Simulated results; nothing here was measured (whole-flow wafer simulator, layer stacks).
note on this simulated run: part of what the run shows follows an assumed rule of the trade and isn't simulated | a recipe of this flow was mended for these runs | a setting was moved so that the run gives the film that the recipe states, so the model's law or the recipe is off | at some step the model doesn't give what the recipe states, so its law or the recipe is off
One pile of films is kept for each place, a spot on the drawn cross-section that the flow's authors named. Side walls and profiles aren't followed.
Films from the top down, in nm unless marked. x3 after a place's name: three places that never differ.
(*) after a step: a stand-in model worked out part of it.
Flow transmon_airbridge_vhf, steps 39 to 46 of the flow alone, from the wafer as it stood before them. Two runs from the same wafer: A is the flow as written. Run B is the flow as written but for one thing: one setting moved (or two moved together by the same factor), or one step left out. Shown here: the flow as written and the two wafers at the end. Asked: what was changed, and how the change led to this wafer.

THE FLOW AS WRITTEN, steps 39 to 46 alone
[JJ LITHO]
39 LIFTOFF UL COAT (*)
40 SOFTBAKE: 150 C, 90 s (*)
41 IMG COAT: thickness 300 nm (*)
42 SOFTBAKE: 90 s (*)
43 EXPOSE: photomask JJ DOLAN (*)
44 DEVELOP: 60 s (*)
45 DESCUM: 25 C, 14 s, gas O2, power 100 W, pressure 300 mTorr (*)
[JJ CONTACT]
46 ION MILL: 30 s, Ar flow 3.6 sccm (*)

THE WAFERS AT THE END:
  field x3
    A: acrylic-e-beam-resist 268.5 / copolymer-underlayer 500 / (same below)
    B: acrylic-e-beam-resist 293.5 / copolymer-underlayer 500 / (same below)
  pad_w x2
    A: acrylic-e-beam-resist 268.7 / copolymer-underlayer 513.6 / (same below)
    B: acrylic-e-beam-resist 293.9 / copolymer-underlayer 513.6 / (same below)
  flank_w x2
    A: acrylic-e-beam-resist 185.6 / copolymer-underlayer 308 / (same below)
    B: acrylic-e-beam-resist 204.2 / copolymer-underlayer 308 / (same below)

The cause: step 41, IMG COAT: thickness 325 nm was run, where the flow has thickness 300 nm.

How the change led to this, step by step:
  41 IMG COAT: thickness 300 nm (*)
      field x3, jj_line, ground_far x3: A acrylic-e-beam-resist +300 (new film) | B acrylic-e-beam-resist +325 (new film)
      pad_w x2: A acrylic-e-beam-resist +300.2 (new film) | B acrylic-e-beam-resist +325.4 (new film)
      (and at 8 more places)
  44 DEVELOP: 60 s (*)
      jj_line: A acrylic-e-beam-resist -300 (all of it), copolymer-underlayer -500 (all of it) | B acrylic-e-beam-resist -325 (all of it), copolymer-underlayer -500 (all of it)
